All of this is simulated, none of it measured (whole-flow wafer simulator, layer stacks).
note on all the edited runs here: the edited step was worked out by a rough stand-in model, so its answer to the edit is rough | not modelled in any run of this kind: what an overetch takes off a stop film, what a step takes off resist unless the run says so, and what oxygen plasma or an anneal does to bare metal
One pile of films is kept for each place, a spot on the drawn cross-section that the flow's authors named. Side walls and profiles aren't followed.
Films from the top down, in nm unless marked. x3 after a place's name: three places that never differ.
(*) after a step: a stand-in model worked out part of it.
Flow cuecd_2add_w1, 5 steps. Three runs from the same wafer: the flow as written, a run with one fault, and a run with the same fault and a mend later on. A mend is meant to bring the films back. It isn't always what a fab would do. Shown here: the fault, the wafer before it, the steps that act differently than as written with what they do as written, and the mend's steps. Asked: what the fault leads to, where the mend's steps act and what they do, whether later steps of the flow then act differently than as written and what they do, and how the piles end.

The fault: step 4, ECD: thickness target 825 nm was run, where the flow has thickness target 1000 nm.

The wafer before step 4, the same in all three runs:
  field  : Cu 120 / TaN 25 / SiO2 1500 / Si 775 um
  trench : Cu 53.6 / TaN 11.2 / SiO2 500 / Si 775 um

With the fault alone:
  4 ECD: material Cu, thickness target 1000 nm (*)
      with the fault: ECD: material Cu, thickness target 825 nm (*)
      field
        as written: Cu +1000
        with the fault: Cu +825
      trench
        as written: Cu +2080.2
        with the fault: Cu +1905.2
  No later step of the flow acts differently than as written at any place that is followed.
  At the end the piles differ from the flow's by more than 2% or 0.5 nm, whichever is larger, at field, trench.
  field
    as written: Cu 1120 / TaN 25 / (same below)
    with the fault: Cu 945 / TaN 25 / (same below)
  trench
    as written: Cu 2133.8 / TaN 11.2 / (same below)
    with the fault: Cu 1958.8 / TaN 11.2 / (same below)

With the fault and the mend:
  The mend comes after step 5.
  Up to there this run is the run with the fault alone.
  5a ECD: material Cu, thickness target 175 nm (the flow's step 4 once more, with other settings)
      field, trench
        Cu +175
  No later step of the flow acts differently than as written at any place that is followed.
  At the end the piles are the same as the flow's at every place that both follow.
